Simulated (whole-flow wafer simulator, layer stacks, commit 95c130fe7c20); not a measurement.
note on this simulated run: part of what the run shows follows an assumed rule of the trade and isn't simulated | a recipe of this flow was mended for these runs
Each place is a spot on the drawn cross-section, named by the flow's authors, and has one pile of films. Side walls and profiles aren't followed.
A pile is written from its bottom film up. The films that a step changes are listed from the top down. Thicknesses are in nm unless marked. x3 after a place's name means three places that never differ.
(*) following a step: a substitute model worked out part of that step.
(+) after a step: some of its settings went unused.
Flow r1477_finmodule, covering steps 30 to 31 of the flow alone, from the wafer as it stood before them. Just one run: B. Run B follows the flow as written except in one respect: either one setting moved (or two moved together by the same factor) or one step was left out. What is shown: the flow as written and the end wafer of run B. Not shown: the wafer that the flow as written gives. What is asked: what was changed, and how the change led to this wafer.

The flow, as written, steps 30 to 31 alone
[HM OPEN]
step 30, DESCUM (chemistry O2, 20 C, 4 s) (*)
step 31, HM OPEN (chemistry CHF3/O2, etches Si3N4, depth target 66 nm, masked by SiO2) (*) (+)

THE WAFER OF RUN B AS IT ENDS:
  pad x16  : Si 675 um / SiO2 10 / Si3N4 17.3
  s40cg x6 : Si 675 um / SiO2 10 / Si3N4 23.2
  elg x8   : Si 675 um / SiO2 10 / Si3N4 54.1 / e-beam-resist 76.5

What caused this: step 31, HM OPEN: depth target 36.8 nm was run, though the flow has depth target 66 nm.

The path from the change to this, step by step:
  step 31, HM OPEN (chemistry CHF3/O2, etches Si3N4, depth target 66 nm, masked by SiO2) (*) (+)
      pad x16: Si3N4 loses 36.8 (in the flow as written it would be: Si3N4 loses 54.1 (all of it), SiO2 loses 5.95)
      s40cg x6: Si3N4 loses 36.8 (in the flow as written it would be: Si3N4 loses 60 (all of it), SiO2 loses 3)
      (as well as at 14 more places)
